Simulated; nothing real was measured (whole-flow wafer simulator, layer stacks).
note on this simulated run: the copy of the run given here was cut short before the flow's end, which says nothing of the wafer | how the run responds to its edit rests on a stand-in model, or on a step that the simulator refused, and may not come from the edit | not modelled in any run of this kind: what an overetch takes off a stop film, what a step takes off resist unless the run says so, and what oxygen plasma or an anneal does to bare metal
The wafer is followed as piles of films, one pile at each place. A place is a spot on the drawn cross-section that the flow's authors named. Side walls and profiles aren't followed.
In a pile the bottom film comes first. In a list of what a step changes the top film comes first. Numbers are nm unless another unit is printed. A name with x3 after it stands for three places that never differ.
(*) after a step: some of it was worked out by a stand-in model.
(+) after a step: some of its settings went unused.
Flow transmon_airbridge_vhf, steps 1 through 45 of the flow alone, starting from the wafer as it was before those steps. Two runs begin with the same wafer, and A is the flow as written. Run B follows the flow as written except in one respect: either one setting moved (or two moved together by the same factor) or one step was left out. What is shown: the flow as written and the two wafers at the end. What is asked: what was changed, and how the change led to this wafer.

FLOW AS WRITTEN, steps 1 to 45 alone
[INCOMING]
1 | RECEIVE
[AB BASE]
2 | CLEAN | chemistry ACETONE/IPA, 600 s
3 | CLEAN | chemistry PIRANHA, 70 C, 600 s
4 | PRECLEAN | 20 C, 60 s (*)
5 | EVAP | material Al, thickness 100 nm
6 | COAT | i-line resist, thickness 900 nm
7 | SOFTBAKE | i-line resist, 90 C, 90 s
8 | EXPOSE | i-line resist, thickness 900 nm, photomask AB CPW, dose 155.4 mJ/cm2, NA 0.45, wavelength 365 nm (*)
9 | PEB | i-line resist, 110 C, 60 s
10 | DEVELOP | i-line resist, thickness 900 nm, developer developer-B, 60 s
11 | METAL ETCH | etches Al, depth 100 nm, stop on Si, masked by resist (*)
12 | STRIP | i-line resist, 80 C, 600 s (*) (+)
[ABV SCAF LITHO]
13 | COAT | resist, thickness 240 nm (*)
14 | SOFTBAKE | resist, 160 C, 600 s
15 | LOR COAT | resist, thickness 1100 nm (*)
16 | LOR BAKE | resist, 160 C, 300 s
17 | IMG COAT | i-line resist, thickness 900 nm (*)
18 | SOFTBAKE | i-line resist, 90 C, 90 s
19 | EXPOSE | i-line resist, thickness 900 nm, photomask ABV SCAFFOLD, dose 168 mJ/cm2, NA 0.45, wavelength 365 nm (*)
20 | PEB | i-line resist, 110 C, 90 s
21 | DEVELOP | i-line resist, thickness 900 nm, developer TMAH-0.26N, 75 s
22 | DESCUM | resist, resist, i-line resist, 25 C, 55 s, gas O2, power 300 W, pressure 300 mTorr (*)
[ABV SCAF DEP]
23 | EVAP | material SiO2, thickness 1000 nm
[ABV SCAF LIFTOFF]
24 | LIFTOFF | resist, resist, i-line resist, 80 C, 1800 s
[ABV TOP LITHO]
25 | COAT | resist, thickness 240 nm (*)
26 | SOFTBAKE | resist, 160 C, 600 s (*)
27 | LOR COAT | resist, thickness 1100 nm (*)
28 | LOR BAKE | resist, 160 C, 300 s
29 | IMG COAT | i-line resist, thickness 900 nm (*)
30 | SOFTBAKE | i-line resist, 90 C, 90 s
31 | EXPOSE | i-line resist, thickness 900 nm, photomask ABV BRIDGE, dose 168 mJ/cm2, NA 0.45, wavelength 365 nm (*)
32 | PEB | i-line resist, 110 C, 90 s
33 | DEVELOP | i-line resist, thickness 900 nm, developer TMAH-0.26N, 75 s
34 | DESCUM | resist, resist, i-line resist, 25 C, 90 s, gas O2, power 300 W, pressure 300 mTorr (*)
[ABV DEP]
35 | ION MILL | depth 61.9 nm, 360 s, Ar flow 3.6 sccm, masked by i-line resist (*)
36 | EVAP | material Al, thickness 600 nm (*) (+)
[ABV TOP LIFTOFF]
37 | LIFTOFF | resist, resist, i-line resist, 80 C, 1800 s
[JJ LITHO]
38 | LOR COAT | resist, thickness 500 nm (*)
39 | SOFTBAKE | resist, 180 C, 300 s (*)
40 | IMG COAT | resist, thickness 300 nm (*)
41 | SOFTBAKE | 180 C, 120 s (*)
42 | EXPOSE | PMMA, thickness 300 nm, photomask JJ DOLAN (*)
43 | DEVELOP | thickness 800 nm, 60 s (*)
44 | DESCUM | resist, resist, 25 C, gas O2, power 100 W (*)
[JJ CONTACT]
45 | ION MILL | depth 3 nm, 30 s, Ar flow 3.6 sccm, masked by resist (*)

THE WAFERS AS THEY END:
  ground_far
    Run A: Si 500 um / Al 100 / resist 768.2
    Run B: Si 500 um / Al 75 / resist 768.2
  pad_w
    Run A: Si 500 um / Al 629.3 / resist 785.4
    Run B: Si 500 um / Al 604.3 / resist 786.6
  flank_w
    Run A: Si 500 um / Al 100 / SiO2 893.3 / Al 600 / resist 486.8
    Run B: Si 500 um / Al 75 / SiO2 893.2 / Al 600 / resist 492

Cause: step 5, EVAP: thickness 75 nm was run, while the flow as written has thickness 100 nm.
One can read it off the wafer: ground_far has Al 75, and step 5 as written asks for 100 nm.

How this came from the change, step by step:
  5 | EVAP | material Al, thickness 100 nm
      field x3, jj_line, ground_far and 12 more: A +100 Al (new film) | B +75 Al (new film)
  11 | METAL ETCH | etches Al, depth 100 nm, stop on Si, masked by resist (*)
      field x3, jj_line, gap_w, gap_e: A -100 Al (all of it) | B -75 Al (all of it)
